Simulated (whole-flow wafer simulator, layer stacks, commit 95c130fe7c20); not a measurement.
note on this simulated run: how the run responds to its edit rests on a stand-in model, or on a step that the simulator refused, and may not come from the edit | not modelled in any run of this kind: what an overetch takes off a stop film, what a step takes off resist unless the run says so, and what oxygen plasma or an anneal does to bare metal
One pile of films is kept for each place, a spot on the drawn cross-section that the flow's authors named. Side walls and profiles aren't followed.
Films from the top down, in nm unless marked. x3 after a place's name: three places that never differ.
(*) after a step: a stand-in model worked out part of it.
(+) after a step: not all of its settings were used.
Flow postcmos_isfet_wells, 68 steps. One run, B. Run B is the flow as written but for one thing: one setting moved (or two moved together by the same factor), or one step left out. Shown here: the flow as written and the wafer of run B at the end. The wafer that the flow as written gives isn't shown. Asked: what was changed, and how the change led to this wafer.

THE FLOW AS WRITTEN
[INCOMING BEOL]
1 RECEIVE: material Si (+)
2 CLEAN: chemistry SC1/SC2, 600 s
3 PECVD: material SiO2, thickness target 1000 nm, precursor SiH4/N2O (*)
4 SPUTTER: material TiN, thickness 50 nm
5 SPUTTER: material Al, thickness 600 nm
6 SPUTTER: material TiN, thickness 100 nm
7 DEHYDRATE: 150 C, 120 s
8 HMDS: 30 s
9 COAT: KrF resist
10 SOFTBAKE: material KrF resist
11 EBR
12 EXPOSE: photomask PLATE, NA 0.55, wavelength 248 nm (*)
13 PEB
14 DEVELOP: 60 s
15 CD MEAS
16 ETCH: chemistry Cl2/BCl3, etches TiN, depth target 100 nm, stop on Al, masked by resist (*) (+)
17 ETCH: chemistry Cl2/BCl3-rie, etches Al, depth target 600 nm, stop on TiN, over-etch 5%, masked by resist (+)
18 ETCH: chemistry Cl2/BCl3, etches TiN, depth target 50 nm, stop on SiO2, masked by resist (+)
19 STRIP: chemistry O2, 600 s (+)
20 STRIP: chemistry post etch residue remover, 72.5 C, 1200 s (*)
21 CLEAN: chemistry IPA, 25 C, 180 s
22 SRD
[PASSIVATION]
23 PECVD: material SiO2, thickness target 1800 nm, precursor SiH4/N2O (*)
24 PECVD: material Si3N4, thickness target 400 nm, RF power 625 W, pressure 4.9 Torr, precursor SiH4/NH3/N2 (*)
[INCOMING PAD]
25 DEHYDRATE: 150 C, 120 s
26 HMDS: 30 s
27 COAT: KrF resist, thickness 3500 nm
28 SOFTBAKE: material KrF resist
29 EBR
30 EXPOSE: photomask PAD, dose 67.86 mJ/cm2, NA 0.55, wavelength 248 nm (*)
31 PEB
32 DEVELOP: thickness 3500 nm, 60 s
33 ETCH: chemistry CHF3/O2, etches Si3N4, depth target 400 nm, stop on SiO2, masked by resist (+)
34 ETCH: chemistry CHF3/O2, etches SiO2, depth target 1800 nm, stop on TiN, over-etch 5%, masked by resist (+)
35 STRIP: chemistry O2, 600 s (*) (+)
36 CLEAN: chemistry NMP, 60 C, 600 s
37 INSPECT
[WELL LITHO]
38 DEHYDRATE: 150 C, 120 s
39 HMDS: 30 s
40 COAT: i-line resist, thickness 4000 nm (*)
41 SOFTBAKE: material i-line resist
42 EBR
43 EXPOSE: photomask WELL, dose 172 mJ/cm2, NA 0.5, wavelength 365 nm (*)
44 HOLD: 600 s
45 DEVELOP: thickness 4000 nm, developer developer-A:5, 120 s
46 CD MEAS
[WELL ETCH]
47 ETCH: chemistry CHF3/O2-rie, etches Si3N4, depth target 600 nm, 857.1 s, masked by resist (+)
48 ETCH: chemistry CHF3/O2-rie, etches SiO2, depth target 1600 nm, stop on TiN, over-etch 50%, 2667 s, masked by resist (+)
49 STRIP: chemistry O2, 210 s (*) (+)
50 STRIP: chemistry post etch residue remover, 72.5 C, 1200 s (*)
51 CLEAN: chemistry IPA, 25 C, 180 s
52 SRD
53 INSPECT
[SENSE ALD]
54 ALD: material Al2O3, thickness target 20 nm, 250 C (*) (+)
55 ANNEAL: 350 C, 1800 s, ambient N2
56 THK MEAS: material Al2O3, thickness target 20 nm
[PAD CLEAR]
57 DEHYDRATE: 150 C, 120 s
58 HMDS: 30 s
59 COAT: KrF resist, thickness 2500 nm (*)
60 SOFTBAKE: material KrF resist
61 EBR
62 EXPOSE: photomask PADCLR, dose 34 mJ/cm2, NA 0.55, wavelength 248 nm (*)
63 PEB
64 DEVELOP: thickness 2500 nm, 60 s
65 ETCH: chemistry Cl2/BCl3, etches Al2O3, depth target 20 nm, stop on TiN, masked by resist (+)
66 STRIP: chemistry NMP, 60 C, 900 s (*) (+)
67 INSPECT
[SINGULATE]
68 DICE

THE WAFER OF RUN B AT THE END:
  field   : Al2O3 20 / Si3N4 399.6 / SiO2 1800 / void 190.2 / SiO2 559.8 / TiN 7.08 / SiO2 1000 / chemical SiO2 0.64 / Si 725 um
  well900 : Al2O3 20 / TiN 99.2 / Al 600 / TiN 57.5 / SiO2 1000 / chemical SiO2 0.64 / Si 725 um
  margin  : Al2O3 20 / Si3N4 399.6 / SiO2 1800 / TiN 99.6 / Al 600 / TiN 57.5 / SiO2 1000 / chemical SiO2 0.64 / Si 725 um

The cause: step 4, SPUTTER: thickness 57.5 nm was run, where the flow has thickness 50 nm.
It can be read off the wafer: well900 has TiN 57.5, and step 4 as written asks for 50 nm.

How the change led to this, step by step:
  4 SPUTTER: material TiN, thickness 50 nm
      field, margin, well900, well1300 x3, pad_rim, pad_clr, pad_open: TiN +57.5 (new film) (as written it would be: TiN +50 (new film))
  18 ETCH: chemistry Cl2/BCl3, etches TiN, depth target 50 nm, stop on SiO2, masked by resist (+)
      field: TiN -50 (as written it would be: TiN -50 (all of it))
  23 PECVD: material SiO2, thickness target 1800 nm, precursor SiH4/N2O (*)
      field: SiO2 +1800 (new film), void +190.2 (new film), SiO2 +559.8 (new film) (as written it would be: SiO2 +1800 (new film), void +189.9 (new film), SiO2 +559.7)
Counting metal films that touch as one body, field has 1 body; the flow as written gives 0 bodies.
